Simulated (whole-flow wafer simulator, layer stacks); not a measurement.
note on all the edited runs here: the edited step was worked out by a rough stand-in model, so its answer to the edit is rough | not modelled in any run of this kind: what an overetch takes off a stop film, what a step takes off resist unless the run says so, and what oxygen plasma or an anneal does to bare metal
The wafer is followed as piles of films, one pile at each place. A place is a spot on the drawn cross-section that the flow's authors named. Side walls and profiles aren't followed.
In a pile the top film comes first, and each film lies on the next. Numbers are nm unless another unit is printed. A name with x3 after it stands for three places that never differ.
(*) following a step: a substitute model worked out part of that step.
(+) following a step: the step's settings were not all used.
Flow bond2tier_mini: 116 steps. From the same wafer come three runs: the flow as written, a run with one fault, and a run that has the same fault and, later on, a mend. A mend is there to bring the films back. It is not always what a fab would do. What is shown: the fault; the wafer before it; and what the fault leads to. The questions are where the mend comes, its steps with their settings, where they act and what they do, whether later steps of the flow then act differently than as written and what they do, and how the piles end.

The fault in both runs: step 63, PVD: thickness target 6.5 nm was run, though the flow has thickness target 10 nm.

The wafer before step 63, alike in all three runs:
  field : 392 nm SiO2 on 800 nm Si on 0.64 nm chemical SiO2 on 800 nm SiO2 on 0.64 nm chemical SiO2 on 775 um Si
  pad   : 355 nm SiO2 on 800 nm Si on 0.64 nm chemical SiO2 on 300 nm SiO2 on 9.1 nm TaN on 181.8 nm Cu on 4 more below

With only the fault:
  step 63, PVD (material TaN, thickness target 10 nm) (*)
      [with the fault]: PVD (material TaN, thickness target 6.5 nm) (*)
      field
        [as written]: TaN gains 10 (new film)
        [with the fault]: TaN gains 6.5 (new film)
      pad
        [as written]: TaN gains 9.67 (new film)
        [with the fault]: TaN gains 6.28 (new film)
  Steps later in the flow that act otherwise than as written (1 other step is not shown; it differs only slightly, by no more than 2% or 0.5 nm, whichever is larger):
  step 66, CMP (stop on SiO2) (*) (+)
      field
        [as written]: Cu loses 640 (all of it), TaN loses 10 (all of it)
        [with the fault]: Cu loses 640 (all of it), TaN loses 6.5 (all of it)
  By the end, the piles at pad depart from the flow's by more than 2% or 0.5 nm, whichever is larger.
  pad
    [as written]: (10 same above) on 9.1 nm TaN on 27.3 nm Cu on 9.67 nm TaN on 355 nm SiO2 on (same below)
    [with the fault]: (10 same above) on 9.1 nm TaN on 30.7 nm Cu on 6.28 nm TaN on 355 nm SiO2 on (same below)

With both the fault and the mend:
  After step 63 comes the mend.
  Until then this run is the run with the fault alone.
  step 63a, PVD (material TaN, thickness target 3.5 nm) (*) (the flow's step 63, run once more with other settings)
      field
        TaN gains 3.5
      pad
        TaN gains 3.38
  Later steps of the flow that are run all act as written at every place that is followed.
  When the end is reached, the piles differ only a little from the flow's at the places that both follow, at most by 2% or 0.5 nm, whichever is larger.
